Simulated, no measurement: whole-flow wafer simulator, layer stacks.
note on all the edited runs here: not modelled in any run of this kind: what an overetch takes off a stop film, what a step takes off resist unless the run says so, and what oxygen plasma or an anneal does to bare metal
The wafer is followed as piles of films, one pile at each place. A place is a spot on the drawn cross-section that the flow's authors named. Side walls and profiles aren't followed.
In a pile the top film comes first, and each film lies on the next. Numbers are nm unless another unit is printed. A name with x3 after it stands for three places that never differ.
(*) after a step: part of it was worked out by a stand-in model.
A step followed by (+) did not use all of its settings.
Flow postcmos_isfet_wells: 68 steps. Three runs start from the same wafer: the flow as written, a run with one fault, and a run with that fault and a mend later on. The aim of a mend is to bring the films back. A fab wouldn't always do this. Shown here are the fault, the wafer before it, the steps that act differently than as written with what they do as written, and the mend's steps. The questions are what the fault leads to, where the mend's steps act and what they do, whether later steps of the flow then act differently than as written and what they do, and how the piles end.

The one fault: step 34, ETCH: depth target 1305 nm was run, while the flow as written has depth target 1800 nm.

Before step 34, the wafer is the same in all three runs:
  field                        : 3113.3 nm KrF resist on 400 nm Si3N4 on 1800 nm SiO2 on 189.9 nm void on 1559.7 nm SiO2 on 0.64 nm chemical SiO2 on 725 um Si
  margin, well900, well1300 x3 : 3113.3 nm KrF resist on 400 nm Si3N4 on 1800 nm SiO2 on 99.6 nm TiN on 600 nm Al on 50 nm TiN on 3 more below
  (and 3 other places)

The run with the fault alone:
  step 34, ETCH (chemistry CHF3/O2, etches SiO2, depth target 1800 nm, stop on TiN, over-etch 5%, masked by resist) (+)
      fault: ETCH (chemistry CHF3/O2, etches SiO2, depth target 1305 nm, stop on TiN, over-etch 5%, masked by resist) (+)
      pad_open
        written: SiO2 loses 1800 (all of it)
        fault: SiO2 loses 1305
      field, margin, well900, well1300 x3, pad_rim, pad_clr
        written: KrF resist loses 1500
        fault: KrF resist loses 1087.5
  Later steps of the flow acting differently than as written (1 other step is not shown; it differs only slightly, by no more than 2% or 0.5 nm, whichever is larger):
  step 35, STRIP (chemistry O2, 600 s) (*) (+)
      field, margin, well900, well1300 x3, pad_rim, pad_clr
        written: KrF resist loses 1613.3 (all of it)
        fault: KrF resist loses 2025.8 (all of it)
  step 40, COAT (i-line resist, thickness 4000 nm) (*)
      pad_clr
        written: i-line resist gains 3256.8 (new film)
        fault: i-line resist gains 3413.4 (new film)
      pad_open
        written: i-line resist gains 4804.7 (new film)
        fault: i-line resist gains 4626.3 (new film)
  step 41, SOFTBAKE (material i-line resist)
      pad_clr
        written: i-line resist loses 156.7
        fault: i-line resist loses 109.3
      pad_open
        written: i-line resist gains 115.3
        fault: i-line resist gains 92.5
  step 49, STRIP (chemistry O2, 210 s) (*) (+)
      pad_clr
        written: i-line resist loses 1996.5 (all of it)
        fault: i-line resist loses 2200.5 (all of it)
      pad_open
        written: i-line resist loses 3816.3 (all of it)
        fault: i-line resist loses 3615.2 (all of it)
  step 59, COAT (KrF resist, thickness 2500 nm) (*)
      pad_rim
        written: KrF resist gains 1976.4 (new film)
        fault: KrF resist gains 2089.5 (new film)
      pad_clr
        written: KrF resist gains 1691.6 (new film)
        fault: KrF resist gains 1859.6 (new film)
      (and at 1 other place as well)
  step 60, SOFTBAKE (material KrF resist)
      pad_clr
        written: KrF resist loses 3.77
        fault: KrF resist loses 3.01
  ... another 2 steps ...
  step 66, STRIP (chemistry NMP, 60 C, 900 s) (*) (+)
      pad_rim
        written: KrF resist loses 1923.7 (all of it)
        fault: KrF resist loses 2035.8 (all of it)
  By the end, the piles at pad_open depart from the flow's by more than 2% or 0.5 nm, whichever is larger.
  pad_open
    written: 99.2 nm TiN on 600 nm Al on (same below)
    fault: 495 nm SiO2 on 99.6 nm TiN on 600 nm Al on (same below)

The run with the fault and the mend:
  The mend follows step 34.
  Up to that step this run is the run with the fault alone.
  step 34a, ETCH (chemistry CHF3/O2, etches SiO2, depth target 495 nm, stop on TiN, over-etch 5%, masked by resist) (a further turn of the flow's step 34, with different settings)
      field, margin, well900, well1300 x3, pad_rim, pad_clr
        KrF resist loses 412.5
      pad_open
        SiO2 loses 495 (all of it)
  Later steps of the flow that are run all act as written at every place that is followed.
  By the end, the piles equal the flow's at every place that both follow.
